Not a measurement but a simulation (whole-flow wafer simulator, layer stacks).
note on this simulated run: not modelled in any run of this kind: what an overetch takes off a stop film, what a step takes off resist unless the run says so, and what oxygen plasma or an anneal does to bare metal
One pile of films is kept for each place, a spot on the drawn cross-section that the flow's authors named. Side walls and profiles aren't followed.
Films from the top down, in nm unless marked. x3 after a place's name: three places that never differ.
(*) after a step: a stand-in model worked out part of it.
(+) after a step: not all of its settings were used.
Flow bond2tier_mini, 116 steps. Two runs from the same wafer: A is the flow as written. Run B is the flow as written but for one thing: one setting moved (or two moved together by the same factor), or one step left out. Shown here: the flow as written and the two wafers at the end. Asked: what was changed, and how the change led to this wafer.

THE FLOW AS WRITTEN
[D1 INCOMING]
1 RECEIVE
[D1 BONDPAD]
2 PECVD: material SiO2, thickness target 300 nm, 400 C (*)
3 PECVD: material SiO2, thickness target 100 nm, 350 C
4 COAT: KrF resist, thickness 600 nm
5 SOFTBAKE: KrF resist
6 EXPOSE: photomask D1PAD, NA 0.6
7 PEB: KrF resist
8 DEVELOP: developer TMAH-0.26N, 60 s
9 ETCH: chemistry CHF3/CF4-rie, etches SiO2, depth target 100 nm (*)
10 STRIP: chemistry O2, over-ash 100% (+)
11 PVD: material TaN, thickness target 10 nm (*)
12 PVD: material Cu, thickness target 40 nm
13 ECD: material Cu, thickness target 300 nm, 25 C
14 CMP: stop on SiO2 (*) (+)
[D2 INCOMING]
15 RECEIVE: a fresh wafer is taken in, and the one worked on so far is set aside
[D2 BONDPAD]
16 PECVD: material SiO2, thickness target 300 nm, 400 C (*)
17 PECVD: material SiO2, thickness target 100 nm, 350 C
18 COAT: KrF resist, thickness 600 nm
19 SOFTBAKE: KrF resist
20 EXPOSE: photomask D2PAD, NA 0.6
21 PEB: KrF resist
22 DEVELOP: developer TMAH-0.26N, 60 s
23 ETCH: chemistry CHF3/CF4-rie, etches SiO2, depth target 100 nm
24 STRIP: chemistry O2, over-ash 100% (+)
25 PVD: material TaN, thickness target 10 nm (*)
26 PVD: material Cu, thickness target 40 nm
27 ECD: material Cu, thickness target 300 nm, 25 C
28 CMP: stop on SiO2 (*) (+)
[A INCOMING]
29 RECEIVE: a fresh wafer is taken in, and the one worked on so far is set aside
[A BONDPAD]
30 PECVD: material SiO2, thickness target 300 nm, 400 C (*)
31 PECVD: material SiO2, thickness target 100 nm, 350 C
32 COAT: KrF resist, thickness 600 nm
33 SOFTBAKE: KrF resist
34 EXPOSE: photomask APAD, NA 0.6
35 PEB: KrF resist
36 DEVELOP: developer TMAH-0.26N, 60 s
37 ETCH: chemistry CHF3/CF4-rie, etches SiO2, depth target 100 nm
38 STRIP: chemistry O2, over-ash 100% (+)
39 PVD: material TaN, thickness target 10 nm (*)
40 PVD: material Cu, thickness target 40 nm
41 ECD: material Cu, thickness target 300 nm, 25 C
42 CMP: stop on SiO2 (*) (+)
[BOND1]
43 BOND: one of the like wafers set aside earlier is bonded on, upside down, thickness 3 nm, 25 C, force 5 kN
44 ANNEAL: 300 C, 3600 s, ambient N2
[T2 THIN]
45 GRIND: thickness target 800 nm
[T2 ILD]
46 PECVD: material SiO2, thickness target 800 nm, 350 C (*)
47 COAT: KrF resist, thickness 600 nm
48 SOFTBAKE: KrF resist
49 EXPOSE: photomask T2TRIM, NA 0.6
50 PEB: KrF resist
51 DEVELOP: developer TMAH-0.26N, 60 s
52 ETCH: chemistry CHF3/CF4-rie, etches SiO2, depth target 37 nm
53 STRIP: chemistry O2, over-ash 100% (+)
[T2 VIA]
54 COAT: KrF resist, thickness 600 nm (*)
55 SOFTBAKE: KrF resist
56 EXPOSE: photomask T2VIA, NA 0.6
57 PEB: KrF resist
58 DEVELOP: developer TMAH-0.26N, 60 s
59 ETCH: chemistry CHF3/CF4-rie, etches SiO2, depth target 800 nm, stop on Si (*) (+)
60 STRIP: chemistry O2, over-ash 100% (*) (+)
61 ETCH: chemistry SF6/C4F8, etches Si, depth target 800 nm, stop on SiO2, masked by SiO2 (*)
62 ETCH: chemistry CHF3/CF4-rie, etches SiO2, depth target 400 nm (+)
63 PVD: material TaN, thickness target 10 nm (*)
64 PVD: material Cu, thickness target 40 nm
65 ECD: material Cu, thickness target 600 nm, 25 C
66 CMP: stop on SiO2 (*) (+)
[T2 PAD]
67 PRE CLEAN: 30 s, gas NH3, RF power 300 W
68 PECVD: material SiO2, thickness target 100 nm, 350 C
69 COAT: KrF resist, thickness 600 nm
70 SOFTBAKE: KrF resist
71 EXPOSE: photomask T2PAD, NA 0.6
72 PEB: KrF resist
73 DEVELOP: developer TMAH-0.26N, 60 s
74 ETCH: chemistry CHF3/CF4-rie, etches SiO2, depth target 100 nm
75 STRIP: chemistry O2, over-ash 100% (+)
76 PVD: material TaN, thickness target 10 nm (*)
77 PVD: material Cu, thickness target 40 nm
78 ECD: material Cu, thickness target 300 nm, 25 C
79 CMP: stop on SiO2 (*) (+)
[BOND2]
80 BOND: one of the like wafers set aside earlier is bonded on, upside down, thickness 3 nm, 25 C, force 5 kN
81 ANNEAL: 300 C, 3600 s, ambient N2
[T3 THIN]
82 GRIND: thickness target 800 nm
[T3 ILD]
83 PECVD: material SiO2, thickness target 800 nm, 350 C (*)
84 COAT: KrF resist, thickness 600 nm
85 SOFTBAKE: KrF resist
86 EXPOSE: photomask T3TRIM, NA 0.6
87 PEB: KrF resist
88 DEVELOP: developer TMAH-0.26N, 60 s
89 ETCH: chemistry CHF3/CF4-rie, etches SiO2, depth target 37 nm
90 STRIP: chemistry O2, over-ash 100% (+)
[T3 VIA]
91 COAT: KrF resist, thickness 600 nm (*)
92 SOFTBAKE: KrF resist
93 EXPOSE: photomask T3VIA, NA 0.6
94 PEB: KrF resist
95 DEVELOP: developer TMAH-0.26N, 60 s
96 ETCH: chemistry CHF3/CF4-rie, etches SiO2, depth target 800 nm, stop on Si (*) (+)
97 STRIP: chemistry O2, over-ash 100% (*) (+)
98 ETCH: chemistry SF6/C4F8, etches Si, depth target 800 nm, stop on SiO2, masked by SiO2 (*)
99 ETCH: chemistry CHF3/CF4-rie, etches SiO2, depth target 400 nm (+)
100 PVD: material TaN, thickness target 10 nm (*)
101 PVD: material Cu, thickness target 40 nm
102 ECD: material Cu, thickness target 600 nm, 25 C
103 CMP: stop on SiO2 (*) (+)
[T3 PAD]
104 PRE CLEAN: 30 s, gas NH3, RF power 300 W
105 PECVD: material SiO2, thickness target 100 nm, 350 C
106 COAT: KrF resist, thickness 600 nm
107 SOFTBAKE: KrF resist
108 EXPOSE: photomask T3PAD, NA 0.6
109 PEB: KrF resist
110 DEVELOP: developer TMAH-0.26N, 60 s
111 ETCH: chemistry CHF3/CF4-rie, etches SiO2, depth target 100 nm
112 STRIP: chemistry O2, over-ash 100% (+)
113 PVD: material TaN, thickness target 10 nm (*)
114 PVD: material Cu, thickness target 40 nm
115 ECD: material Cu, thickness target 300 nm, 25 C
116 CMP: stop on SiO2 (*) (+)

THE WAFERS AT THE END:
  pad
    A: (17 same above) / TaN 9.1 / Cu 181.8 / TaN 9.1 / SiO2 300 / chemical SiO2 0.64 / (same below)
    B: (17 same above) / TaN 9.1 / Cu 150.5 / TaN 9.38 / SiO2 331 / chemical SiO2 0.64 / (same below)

The cause: step 37, ETCH: depth target 69 nm was run, where the flow has depth target 100 nm.

How the change led to this, step by step:
  37 ETCH: chemistry CHF3/CF4-rie, etches SiO2, depth target 100 nm
      pad, via: A SiO2 -100 | B SiO2 -69
      field: A KrF resist -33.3 | B KrF resist -23
  40 PVD: material Cu, thickness target 40 nm
      pad: A Cu +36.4 (new film) | B Cu +37.5 (new film)
  41 ECD: material Cu, thickness target 300 nm, 25 C
      pad: A Cu +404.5 | B Cu +372.1
      via: A Cu +400.2 | B Cu +369.1
